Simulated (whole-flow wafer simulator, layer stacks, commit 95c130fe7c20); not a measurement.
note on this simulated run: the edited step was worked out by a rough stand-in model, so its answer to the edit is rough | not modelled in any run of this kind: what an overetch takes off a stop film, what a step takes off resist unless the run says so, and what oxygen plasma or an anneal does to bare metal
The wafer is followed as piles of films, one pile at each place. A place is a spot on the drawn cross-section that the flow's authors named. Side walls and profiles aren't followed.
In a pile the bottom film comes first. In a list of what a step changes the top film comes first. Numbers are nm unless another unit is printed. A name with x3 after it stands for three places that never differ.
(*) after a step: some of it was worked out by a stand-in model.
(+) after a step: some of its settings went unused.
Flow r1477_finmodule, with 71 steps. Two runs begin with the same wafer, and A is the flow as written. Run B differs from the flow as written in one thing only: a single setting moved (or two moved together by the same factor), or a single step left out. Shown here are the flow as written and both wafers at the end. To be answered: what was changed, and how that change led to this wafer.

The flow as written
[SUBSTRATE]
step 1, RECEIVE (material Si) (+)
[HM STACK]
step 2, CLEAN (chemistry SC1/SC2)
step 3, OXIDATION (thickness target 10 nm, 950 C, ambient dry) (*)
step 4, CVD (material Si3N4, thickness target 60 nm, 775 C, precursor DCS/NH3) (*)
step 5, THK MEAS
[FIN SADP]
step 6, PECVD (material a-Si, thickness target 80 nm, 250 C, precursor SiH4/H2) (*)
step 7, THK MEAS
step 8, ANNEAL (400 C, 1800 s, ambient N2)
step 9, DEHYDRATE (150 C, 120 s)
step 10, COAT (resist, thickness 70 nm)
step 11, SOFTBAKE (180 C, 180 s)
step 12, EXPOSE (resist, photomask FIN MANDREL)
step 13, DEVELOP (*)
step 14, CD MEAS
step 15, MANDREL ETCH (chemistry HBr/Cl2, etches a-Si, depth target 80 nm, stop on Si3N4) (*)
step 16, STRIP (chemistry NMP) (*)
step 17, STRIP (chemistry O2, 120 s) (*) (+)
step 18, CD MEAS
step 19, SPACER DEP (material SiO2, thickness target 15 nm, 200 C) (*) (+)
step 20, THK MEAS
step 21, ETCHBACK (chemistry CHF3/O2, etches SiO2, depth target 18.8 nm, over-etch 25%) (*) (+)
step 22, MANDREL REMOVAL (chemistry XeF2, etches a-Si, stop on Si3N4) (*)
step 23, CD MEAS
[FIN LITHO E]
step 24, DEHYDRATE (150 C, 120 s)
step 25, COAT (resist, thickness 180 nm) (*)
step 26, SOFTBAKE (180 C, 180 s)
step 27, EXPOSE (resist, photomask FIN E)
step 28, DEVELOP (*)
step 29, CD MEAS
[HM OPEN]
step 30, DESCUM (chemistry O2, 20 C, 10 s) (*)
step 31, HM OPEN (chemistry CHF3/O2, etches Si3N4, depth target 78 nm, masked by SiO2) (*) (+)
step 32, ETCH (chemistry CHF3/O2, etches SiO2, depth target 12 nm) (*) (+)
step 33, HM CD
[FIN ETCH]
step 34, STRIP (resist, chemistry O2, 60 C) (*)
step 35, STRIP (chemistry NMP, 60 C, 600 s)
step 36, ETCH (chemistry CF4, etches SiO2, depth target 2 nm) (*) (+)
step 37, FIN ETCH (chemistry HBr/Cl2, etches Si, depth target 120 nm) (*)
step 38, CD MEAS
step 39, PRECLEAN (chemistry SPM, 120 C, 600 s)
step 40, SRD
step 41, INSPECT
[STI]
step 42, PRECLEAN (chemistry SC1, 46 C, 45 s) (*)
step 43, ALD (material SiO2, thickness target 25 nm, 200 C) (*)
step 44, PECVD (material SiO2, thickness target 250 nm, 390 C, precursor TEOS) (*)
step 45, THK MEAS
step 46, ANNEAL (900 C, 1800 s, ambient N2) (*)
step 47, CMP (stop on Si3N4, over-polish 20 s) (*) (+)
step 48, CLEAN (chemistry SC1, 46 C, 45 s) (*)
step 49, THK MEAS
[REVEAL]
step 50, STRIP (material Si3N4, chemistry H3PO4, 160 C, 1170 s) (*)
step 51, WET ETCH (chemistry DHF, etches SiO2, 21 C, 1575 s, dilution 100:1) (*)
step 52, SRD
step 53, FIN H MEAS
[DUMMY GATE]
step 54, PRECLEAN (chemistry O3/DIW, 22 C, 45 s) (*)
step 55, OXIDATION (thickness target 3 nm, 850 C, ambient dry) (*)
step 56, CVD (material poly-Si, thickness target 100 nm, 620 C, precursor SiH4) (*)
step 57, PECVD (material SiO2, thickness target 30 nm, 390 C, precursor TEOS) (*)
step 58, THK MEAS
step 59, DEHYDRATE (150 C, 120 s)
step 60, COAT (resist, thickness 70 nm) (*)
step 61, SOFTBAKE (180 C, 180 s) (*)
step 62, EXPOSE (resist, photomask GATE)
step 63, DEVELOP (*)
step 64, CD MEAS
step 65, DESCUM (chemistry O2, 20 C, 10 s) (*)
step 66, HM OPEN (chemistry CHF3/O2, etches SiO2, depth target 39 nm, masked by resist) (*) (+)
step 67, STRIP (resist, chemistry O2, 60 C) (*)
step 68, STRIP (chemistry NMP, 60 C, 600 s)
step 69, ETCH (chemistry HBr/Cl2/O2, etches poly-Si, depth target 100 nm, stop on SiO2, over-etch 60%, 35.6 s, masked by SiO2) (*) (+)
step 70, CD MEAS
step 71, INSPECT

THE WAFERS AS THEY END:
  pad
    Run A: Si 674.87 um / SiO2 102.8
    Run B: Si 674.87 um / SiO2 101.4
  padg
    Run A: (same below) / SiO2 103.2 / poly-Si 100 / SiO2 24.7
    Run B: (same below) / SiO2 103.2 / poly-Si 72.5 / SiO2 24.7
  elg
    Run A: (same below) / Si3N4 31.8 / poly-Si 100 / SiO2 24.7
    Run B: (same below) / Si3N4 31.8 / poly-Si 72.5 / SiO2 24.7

What caused this: step 56, CVD: thickness target 72.5 nm was run, whereas the flow has thickness target 100 nm.
The wafer lets one read it off: padg has poly-Si 72.5, and step 56 as written asks for 100 nm.

How this came from the change, step by step:
  step 56, CVD (material poly-Si, thickness target 100 nm, 620 C, precursor SiH4) (*)
      pad, padg, elg and 26 more: A poly-Si gains 100 (new film) | B poly-Si gains 72.5 (new film)
      s40cg, s40co: A poly-Si gains 113.9 (new film) | B poly-Si gains 85.6 (new film)
      (also at 5 further places)
  step 67, STRIP (resist, chemistry O2, 60 C) (*)
      s40cg: A resist loses 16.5 (all of it) | B resist loses 17.1 (all of it)
      s45cg: A resist loses 16.9 (all of it) | B resist loses 17.8 (all of it)
      (also at 1 further place)
  step 69, ETCH (chemistry HBr/Cl2/O2, etches poly-Si, depth target 100 nm, stop on SiO2, over-etch 60%, 35.6 s, masked by SiO2) (*) (+)
      pad, eso, e40so and 8 more: A chemical SiO2 loses 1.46 (all of it), poly-Si loses 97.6 (all of it), SiO2 loses 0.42 | B chemical SiO2 loses 1.46 (all of it), poly-Si loses 70.1 (all of it), SiO2 loses 1.8
      elo, e40lo, e100lo, e200lo: A chemical SiO2 loses 1.46 (all of it), poly-Si loses 97.6 (all of it), Si3N4 loses 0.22 | B chemical SiO2 loses 1.46 (all of it), poly-Si loses 70.1 (all of it), Si3N4 loses 2.72
      (also at 3 further places)
